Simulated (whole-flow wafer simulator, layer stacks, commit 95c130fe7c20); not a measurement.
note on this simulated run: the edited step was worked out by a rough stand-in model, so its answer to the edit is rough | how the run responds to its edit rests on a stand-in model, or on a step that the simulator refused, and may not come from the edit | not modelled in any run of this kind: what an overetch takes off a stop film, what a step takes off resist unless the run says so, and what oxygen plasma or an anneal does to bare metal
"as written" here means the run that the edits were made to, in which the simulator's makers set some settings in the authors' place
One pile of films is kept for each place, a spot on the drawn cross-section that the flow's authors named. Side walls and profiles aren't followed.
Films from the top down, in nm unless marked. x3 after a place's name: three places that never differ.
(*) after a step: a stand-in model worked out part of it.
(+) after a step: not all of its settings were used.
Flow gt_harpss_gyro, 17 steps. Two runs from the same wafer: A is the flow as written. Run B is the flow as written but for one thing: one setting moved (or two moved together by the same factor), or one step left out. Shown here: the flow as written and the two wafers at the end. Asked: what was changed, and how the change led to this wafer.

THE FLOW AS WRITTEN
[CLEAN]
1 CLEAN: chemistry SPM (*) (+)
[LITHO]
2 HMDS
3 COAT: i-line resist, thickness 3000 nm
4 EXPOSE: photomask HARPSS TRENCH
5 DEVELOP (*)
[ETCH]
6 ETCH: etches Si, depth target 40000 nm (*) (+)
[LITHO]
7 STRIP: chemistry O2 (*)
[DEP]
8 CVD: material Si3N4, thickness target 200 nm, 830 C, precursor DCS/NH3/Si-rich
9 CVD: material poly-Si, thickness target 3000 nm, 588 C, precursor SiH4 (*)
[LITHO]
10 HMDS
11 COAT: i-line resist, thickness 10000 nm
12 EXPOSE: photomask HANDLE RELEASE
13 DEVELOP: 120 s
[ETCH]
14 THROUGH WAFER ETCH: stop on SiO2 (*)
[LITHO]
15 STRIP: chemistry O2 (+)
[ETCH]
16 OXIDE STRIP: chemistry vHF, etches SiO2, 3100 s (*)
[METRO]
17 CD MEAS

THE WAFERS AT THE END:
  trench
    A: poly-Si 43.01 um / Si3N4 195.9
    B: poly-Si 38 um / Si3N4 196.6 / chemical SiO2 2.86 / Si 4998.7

The cause: step 6, ETCH: depth target 35000 nm was run, where the flow has depth target 40000 nm.

How the change led to this, step by step:
  6 ETCH: etches Si, depth target 40000 nm (*) (+)
      trench: A chemical SiO2 -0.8 (all of it), Si -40 um (all of it) | B chemical SiO2 -0.8 (all of it), Si -35 um
      field: A i-line resist -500 | B i-line resist -437.5
  7 STRIP: chemistry O2 (*)
      trench: A nothing | B chemical SiO2 +2.86 (new film), Si -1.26
      field: A i-line resist -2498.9 (all of it), chemical SiO2 +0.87, Si -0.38 | B i-line resist -2561.4 (all of it), chemical SiO2 +0.87, Si -0.38
  9 CVD: material poly-Si, thickness target 3000 nm, 588 C, precursor SiH4 (*)
      trench: A poly-Si +43.01 um (new film) | B poly-Si +38 um (new film)
